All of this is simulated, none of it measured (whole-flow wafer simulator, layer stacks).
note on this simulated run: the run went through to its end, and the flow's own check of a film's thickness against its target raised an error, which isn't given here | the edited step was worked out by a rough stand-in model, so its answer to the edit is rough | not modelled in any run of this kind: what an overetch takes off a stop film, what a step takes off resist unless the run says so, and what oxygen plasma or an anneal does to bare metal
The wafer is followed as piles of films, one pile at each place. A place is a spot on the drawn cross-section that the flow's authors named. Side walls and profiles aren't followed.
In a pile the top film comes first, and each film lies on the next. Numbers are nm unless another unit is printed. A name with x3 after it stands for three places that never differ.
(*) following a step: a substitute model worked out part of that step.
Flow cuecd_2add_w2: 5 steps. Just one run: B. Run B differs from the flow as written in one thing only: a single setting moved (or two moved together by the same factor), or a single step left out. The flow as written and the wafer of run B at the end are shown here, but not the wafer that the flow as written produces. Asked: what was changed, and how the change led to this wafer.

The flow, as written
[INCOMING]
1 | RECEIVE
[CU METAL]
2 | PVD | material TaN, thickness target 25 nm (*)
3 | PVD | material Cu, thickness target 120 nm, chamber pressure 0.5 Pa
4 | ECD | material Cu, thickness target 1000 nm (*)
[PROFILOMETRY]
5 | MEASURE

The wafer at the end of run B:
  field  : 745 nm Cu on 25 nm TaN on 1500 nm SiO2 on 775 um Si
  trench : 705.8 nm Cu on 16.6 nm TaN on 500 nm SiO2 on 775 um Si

Cause: step 4, ECD: thickness target 625 nm was run, whereas the flow has thickness target 1000 nm.

How this came from the change, step by step:
  4 | ECD | material Cu, thickness target 1000 nm (*)
      field: +625 Cu (as written it would have been: +1000 Cu)
      trench: +625 Cu (as written it would have been: +2047.6 Cu)
